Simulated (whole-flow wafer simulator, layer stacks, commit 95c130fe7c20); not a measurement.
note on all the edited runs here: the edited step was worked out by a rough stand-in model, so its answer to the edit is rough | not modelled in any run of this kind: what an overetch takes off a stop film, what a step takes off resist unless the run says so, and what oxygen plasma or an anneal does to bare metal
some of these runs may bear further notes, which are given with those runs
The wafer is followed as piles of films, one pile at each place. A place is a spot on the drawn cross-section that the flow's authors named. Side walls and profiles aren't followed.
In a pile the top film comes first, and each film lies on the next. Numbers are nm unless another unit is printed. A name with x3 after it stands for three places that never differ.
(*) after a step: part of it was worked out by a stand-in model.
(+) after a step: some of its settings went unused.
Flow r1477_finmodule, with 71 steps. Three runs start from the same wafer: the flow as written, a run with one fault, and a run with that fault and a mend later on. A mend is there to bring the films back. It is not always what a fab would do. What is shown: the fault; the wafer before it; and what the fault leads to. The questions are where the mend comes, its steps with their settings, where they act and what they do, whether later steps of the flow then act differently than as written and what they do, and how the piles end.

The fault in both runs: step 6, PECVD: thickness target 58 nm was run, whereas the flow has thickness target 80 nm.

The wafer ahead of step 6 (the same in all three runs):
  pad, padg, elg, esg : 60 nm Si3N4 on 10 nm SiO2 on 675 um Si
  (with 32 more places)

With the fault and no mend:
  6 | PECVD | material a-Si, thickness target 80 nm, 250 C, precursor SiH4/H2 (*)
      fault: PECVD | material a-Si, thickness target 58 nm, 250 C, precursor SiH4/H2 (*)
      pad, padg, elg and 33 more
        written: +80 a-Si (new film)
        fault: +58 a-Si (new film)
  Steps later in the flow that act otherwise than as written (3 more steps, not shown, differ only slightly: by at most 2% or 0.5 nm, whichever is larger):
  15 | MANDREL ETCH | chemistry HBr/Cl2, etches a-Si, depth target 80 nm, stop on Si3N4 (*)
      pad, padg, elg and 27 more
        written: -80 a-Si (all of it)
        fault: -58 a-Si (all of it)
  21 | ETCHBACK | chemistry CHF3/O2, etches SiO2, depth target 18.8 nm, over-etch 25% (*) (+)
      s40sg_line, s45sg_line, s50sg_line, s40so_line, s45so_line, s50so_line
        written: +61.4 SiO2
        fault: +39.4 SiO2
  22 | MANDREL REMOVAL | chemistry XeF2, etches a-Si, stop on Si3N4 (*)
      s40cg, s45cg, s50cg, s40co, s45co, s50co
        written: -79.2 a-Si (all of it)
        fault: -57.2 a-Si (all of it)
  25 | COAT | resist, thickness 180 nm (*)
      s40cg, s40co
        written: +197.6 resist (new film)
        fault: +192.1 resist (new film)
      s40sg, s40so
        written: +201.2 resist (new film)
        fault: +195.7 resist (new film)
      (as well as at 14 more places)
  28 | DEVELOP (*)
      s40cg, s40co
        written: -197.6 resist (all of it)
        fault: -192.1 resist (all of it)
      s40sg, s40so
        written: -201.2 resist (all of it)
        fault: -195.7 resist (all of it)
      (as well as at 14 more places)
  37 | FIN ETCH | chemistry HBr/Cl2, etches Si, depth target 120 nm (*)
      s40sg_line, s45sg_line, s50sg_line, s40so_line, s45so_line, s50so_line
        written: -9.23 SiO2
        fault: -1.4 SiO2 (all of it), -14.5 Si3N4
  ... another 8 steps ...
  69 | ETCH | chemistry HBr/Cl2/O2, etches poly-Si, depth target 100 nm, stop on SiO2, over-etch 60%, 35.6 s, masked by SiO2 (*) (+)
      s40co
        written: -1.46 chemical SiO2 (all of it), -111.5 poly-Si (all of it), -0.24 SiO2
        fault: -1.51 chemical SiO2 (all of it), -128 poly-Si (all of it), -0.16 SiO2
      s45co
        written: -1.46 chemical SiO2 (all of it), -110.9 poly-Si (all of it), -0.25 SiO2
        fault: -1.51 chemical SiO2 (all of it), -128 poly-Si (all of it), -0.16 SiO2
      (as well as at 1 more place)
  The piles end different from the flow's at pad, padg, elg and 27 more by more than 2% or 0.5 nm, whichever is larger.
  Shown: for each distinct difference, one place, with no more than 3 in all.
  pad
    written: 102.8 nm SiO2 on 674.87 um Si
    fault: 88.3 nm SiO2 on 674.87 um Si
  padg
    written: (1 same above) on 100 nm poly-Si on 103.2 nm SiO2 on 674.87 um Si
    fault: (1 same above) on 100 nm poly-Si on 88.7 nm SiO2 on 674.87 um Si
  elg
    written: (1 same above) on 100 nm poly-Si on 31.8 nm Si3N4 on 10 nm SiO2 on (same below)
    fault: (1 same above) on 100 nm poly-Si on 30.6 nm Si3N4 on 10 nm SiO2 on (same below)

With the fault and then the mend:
  The mend stands after step 7.
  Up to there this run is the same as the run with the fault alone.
  7a | PECVD | material a-Si, thickness target 22 nm, 250 C, precursor SiH4/H2 (*) (the flow's step 6 again, with other settings)
      pad, padg, elg and 33 more
        +22 a-Si
  Later steps of the flow that are run all act as written at every place that is followed.
  The piles end the same as the flow's at every place that both follow.
